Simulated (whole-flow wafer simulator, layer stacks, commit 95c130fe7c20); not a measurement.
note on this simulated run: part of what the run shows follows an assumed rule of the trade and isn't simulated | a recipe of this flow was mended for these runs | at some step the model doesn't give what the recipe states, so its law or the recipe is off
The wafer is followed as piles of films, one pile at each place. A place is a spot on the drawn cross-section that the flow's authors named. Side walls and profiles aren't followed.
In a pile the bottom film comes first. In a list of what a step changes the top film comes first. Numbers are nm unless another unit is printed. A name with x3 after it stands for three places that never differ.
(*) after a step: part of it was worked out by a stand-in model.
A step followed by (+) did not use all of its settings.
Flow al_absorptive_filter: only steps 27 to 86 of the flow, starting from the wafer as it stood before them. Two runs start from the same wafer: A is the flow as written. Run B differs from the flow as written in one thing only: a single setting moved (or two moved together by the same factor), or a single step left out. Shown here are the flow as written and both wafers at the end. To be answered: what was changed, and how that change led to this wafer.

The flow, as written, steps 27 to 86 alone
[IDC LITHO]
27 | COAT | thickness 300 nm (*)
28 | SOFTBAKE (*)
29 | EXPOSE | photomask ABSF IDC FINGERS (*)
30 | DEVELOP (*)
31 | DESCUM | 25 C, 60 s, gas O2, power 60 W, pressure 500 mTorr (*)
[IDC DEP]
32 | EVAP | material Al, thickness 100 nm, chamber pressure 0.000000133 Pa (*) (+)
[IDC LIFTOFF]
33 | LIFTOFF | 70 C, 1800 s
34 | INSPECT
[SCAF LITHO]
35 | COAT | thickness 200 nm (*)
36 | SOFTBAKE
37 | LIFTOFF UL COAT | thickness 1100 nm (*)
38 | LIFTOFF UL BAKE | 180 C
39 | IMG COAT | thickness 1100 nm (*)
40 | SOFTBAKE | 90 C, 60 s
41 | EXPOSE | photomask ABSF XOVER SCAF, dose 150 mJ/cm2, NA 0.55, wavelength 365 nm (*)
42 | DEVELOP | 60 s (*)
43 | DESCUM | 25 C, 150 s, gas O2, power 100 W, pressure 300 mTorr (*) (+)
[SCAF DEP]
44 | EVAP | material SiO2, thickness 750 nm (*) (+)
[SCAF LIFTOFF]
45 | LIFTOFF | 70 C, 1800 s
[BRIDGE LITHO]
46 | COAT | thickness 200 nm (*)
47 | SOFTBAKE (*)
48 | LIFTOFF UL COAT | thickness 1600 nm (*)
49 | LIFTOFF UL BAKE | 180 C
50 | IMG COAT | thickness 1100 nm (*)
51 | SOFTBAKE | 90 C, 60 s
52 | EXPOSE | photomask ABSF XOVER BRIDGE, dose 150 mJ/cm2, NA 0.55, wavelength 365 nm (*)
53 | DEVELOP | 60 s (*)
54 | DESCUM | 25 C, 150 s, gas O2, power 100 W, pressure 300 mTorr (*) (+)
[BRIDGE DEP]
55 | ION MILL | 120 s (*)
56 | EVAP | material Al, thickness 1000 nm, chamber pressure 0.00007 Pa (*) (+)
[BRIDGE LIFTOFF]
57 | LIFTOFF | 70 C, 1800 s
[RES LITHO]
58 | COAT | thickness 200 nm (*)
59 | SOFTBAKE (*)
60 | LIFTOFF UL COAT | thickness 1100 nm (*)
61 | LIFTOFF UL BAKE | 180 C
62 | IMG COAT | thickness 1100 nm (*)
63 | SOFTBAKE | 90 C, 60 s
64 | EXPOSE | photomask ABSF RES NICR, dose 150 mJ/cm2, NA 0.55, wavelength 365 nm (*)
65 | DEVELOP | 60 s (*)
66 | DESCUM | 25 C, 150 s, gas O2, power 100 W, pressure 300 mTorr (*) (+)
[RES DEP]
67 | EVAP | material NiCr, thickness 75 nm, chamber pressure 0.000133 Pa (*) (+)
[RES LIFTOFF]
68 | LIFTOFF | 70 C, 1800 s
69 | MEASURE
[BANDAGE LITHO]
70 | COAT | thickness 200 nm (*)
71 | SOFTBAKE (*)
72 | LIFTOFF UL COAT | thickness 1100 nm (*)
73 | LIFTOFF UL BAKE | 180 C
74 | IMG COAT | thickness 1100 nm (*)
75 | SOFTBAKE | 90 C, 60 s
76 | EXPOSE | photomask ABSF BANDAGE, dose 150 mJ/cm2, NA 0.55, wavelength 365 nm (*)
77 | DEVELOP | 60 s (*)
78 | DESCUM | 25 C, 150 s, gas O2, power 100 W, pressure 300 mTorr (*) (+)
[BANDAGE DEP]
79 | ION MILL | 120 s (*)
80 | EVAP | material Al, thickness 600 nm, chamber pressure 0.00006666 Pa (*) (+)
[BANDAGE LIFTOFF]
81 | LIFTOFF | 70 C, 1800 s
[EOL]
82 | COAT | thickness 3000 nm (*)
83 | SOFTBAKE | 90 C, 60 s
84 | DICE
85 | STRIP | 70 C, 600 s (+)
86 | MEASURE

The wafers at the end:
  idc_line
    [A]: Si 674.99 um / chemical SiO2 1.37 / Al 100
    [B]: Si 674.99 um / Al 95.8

Cause: step 31, DESCUM: 25 C, 60 s, gas O2, power 60 W, pressure 500 mTorr (*), was not run.

Step by step, how the change led to this:
  32 | EVAP | material Al, thickness 100 nm, chamber pressure 0.000000133 Pa (*) (+)
      idc_line: A +100 Al (new film) | B +95.8 Al (new film)
  33 | LIFTOFF | 70 C, 1800 s
      gnd, xa_field, xa_margin, xa_strip, xl_land, idc_field, idc_space: A -100 Al (all of it), -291 e-beam-resist (all of it) | B -100 Al (all of it), -300 e-beam-resist (all of it)
      pad_far: A -100 Al (all of it), -287 e-beam-resist (all of it) | B -100 Al (all of it), -296 e-beam-resist (all of it)
      (as well as at 5 more places)
  35 | COAT | thickness 200 nm (*)
      idc_line: A +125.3 acrylic-e-beam-resist (new film) | B +128.7 acrylic-e-beam-resist (new film)
  45 | LIFTOFF | 70 C, 1800 s
      idc_line: A -750 SiO2 (all of it), -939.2 i-line-resist (all of it), -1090 lift-off-underlayer (all of it), -125.3 acrylic-e-beam-resist (all of it) | B -750 SiO2 (all of it), -939.2 i-line-resist (all of it), -1090.6 lift-off-underlayer (all of it), -128.7 acrylic-e-beam-resist (all of it)
